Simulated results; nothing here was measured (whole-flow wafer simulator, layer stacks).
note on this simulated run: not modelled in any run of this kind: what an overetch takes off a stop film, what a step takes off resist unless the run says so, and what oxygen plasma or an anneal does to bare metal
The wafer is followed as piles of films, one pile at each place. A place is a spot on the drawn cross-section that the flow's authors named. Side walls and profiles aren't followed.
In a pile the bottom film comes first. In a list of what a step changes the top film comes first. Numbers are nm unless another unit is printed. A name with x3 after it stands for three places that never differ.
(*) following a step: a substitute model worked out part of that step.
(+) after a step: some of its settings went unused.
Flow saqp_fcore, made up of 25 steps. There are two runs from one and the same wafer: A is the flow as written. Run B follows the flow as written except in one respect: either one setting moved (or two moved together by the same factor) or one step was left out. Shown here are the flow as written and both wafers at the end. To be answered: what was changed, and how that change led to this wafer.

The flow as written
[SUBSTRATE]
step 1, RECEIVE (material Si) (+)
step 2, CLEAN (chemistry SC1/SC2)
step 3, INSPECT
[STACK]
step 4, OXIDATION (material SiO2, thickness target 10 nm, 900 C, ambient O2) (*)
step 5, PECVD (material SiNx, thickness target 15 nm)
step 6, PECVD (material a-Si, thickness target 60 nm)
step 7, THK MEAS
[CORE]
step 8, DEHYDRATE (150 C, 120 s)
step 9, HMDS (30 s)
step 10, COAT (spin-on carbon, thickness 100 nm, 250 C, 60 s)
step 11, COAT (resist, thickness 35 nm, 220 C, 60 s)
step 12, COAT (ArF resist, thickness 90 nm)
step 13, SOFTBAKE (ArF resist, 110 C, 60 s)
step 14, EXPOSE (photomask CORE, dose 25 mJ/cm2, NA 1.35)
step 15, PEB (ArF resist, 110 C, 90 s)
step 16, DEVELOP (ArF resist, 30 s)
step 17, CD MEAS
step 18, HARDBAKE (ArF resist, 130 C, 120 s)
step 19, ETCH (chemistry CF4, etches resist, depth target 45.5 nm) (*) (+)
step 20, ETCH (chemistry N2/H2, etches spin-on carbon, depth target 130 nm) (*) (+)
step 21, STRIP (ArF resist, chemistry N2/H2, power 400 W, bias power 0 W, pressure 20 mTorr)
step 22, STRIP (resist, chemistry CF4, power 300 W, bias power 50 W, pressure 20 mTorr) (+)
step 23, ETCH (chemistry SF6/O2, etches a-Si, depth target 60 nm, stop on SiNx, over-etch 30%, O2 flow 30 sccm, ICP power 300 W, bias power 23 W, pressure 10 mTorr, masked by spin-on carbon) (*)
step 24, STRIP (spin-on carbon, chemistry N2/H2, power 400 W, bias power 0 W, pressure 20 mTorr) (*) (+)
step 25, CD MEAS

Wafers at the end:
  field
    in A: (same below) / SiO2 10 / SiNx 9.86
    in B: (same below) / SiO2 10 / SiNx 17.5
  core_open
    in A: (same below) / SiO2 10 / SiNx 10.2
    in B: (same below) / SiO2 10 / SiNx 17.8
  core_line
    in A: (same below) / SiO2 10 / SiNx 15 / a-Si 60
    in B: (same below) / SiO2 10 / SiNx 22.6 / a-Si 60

Cause: step 5, PECVD: thickness target 22.6 nm was run, while the flow as written has thickness target 15 nm.
The wafer itself shows it: core_line has SiNx 22.6, and step 5 as written asks for 15 nm.

Step by step, how the change led to this:
  step 5, PECVD (material SiNx, thickness target 15 nm)
      field, core_open, core_line: A +15 SiNx (new film) | B +22.6 SiNx (new film)
